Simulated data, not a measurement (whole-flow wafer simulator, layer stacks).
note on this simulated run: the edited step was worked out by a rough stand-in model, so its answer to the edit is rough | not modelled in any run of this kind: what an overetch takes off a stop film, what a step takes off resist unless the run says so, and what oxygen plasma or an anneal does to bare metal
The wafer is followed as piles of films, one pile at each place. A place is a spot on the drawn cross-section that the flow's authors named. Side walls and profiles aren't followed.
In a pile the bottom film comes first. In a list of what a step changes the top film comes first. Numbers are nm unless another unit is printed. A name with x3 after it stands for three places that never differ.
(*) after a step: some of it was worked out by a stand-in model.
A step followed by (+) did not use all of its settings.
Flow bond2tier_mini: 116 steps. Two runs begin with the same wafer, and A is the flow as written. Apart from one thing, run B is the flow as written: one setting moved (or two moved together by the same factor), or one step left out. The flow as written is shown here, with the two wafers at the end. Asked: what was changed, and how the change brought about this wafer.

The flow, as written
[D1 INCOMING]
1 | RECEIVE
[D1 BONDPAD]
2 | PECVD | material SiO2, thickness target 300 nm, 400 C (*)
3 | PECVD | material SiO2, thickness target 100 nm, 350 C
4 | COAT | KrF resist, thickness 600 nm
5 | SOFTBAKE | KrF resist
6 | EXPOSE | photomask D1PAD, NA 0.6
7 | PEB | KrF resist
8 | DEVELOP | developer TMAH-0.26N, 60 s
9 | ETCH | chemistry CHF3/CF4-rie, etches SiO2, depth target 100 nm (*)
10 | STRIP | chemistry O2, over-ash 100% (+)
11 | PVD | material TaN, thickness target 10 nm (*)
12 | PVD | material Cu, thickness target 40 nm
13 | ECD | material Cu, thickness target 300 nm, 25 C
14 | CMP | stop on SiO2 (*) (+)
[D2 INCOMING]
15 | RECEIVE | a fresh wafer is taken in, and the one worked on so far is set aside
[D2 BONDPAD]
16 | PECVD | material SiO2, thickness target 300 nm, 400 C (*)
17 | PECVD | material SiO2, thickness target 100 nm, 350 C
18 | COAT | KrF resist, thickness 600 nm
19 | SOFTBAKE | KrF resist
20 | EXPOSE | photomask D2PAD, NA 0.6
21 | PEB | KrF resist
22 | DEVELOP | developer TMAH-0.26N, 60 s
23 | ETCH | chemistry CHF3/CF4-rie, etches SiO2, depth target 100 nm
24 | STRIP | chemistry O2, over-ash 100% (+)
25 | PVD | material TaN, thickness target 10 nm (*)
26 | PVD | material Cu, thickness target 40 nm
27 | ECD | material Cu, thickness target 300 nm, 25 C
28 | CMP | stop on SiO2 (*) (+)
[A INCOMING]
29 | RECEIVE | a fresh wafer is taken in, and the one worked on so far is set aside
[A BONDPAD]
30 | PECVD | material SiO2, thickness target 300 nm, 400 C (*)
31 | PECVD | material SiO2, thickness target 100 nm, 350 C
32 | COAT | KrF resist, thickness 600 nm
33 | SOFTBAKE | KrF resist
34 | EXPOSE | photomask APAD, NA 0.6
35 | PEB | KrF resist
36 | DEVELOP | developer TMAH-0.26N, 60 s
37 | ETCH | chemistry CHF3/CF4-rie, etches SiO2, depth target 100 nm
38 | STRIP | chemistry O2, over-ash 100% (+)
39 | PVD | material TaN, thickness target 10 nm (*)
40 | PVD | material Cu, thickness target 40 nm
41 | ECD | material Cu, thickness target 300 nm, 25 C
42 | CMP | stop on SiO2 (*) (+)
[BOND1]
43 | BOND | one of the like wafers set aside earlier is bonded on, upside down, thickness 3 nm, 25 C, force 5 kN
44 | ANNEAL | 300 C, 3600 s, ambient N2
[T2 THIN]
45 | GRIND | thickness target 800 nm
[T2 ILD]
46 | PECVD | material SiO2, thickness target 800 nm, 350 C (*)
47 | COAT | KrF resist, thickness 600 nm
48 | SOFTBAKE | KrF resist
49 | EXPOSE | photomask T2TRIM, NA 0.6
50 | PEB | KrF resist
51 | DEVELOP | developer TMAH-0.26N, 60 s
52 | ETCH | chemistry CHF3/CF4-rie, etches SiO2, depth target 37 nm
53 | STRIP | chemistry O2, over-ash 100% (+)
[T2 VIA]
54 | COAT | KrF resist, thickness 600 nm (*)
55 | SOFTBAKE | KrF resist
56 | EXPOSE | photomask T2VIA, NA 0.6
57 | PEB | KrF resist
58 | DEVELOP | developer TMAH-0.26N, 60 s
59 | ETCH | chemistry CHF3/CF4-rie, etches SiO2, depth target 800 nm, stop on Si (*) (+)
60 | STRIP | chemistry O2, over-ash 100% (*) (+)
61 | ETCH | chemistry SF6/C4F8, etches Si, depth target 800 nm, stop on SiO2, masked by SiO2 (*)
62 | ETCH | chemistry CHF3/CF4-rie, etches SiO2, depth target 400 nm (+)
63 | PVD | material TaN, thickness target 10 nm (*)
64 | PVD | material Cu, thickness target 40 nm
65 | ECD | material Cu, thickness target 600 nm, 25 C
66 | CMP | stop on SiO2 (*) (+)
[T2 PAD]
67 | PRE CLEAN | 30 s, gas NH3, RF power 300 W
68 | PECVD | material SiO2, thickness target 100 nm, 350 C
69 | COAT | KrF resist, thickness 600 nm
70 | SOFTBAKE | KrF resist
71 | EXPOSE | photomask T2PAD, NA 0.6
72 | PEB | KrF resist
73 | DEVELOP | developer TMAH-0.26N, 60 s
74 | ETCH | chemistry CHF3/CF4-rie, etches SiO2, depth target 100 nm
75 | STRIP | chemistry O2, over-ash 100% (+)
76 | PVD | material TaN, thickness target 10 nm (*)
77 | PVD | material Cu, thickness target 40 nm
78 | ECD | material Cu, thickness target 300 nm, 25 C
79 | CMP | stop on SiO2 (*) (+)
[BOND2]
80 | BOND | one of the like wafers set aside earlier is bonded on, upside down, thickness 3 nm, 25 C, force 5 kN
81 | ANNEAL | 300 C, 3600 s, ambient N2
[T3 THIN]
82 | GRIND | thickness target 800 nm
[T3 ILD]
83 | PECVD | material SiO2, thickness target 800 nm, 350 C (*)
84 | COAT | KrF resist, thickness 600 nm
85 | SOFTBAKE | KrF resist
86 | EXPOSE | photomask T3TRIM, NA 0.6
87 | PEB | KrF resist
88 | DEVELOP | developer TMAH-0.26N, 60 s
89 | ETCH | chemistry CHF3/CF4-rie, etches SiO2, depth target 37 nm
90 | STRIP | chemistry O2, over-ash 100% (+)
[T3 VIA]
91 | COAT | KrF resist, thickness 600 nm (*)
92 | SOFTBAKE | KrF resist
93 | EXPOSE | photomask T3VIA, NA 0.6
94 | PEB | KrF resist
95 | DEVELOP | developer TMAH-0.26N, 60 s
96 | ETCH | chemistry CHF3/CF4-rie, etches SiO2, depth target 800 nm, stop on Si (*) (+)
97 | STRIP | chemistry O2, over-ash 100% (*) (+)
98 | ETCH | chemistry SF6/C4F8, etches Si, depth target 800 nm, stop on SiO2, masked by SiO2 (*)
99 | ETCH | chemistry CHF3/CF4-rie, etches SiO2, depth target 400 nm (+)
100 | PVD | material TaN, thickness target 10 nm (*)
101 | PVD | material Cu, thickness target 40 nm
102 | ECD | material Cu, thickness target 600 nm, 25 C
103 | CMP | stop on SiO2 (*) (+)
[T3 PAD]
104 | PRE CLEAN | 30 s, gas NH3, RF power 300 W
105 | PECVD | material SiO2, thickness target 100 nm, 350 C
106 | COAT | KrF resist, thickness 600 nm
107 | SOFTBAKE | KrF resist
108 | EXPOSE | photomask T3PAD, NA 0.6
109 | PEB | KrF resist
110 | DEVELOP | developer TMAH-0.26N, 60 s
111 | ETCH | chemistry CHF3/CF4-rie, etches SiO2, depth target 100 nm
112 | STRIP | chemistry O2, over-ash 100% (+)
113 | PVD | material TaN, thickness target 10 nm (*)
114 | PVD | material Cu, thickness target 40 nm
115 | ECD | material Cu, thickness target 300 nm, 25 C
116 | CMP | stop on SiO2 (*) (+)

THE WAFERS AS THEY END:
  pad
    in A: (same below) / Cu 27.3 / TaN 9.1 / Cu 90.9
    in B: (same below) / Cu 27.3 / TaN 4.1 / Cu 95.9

Cause: step 113, PVD: thickness target 4.5 nm was run, while the flow as written has thickness target 10 nm.

Step by step, how the change led to this:
  113 | PVD | material TaN, thickness target 10 nm (*)
      field: A +10 TaN (new film) | B +4.5 TaN (new film)
      pad: A +9.1 TaN (new film) | B +4.1 TaN (new film)
  116 | CMP | stop on SiO2 (*) (+)
      field: A -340 Cu (all of it), -10 TaN (all of it) | B -340 Cu (all of it), -4.5 TaN (all of it)
